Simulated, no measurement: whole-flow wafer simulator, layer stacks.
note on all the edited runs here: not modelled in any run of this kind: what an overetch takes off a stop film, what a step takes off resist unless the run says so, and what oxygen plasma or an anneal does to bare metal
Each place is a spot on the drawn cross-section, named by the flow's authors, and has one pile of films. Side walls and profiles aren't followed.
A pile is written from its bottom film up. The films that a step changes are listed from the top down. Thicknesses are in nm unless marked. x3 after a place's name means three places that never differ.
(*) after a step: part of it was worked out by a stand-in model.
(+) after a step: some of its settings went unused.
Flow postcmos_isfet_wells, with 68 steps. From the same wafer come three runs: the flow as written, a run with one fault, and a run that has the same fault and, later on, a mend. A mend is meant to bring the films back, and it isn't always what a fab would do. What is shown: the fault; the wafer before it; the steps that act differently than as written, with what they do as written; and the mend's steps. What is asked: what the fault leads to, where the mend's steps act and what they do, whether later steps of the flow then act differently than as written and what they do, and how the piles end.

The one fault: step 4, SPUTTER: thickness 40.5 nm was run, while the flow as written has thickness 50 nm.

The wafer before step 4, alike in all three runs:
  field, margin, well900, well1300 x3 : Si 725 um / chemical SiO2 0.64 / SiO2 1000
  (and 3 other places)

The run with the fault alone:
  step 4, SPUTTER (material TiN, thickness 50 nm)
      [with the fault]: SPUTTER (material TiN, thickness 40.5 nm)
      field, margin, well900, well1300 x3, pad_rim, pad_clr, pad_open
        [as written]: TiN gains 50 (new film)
        [with the fault]: TiN gains 40.5 (new film)
  Steps later in the flow that act otherwise than as written:
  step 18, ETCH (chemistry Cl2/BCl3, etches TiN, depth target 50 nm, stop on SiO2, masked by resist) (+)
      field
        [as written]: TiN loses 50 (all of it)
        [with the fault]: TiN loses 40.5 (all of it)
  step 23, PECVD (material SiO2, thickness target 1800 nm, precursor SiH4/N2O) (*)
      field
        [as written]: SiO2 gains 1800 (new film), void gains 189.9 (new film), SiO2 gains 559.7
        [with the fault]: SiO2 gains 1800 (new film), void gains 182.7 (new film), SiO2 gains 557.4
  By the end, the piles at field, margin, well900, well1300 x3, pad_rim, pad_clr, pad_open depart from the flow's by more than 2% or 0.5 nm, whichever is larger.
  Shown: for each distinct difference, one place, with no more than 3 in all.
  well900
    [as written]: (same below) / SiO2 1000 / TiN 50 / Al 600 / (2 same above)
    [with the fault]: (same below) / SiO2 1000 / TiN 40.5 / Al 600 / (2 same above)
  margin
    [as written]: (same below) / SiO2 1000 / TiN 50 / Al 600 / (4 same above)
    [with the fault]: (same below) / SiO2 1000 / TiN 40.5 / Al 600 / (4 same above)
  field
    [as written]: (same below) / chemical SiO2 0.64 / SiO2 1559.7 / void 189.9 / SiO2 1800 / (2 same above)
    [with the fault]: (same below) / chemical SiO2 0.64 / SiO2 1557.4 / void 182.7 / SiO2 1800 / (2 same above)

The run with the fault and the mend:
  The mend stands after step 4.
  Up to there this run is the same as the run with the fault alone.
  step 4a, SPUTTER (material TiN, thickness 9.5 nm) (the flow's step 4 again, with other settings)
      field, margin, well900, well1300 x3, pad_rim, pad_clr, pad_open
        TiN gains 9.5
  None of the later steps of the flow acts differently than as written at any place that is followed.
  The piles end the same as the flow's at every place that both follow.
